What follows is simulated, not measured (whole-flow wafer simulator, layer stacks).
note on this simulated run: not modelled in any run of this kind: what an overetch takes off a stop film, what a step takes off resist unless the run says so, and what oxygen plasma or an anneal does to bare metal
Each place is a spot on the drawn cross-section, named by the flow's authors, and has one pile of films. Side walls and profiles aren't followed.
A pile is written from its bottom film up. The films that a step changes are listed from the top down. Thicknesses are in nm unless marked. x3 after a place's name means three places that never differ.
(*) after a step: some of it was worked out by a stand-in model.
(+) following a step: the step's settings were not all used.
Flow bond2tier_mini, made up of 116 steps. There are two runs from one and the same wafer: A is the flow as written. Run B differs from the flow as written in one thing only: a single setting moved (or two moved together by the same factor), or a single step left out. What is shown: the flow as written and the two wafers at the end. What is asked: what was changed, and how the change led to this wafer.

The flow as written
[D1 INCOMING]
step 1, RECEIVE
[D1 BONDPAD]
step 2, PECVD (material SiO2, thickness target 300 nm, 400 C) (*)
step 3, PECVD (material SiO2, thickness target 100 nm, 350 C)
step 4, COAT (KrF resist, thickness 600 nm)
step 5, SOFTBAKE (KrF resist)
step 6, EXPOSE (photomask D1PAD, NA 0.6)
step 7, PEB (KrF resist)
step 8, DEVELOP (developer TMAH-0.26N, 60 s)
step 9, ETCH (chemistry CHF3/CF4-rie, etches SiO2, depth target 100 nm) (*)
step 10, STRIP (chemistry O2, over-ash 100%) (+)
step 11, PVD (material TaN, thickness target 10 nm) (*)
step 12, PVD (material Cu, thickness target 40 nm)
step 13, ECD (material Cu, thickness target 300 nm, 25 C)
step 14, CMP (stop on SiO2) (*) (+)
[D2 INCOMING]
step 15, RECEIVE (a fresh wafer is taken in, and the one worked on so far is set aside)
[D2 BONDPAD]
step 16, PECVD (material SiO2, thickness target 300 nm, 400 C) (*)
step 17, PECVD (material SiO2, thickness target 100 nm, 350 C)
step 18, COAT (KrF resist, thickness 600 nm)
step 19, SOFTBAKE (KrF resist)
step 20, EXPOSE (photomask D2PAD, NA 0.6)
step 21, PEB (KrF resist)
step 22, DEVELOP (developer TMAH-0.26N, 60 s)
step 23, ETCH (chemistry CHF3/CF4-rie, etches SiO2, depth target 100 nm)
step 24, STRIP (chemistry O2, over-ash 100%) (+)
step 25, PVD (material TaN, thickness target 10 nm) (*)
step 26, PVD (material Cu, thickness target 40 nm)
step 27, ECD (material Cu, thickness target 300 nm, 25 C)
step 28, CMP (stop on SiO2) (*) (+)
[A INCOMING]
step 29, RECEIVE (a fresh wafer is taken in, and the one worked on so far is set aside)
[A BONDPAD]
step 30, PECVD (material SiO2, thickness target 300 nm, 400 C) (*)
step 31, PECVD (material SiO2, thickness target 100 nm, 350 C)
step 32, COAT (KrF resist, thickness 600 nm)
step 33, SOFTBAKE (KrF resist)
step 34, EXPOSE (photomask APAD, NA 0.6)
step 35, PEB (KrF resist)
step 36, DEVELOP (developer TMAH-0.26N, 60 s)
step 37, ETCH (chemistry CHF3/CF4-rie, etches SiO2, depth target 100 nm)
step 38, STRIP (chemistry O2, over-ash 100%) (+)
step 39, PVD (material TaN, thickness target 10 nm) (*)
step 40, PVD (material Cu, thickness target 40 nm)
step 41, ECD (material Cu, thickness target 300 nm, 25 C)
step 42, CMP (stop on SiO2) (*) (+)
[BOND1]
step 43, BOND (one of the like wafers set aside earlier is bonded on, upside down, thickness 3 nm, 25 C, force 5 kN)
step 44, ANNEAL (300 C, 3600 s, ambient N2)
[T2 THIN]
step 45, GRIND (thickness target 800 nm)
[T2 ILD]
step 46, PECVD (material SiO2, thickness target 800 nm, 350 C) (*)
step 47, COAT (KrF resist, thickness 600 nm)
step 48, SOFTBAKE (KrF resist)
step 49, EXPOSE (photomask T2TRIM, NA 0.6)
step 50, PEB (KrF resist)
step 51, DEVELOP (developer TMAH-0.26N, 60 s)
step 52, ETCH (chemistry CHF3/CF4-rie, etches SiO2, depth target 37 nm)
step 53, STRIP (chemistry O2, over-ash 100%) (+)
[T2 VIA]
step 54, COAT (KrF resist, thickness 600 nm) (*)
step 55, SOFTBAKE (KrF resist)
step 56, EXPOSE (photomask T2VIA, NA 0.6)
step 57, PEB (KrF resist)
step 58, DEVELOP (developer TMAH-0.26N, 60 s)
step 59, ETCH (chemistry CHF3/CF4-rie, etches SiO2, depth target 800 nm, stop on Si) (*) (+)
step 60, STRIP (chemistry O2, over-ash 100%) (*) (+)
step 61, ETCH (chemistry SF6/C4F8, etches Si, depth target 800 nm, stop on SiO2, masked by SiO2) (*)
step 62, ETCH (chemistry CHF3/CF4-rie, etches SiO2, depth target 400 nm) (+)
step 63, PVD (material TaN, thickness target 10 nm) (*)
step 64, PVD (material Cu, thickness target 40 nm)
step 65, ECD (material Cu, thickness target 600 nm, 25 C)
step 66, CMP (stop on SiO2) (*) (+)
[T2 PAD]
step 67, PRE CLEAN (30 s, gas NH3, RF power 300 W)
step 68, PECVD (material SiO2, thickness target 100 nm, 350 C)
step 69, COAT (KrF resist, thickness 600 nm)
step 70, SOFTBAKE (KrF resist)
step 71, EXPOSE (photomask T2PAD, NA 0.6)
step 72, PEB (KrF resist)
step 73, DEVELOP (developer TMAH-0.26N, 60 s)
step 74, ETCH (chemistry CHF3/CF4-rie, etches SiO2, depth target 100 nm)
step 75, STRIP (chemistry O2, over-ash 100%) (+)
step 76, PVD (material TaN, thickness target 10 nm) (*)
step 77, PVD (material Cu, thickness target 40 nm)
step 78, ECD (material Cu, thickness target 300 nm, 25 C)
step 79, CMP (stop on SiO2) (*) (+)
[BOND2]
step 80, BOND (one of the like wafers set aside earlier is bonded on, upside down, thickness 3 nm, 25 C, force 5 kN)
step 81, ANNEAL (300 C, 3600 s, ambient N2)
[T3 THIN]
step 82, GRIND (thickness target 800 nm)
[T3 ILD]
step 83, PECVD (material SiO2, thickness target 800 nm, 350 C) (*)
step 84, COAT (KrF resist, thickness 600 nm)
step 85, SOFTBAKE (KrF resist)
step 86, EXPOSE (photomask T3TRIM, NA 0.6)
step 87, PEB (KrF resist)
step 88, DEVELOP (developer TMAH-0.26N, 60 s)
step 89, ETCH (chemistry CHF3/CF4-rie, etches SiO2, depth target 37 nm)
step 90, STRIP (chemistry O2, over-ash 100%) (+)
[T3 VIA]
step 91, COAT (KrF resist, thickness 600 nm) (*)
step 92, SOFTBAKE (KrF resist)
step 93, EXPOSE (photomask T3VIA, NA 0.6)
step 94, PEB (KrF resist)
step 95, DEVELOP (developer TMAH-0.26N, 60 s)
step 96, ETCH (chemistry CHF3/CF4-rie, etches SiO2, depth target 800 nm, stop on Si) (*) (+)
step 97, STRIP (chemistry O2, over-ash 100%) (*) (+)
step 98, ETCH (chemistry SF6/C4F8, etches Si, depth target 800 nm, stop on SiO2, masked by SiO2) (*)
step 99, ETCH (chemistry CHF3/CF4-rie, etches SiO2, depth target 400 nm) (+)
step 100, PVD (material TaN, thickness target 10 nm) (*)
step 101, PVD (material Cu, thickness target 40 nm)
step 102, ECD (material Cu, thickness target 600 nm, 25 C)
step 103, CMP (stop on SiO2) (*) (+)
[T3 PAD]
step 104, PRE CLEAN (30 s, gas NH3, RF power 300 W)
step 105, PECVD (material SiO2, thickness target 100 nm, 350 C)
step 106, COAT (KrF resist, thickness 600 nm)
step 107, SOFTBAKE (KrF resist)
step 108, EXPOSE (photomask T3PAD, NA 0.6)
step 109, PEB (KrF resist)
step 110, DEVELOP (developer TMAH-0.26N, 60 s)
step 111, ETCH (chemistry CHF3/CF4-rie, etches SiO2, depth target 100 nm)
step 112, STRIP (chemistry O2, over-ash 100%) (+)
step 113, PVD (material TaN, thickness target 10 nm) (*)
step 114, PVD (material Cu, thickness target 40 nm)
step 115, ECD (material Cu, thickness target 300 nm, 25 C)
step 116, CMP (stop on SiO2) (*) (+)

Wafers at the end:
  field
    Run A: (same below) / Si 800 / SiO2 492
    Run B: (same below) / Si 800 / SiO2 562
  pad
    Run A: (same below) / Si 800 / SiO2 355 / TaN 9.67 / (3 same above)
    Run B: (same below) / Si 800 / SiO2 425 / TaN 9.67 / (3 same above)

What caused this: step 99, ETCH: depth target 330 nm was run, while the flow as written has depth target 400 nm.

The path from the change to this, step by step:
  step 99, ETCH (chemistry CHF3/CF4-rie, etches SiO2, depth target 400 nm) (+)
      field, pad: A -400 SiO2 | B -330 SiO2
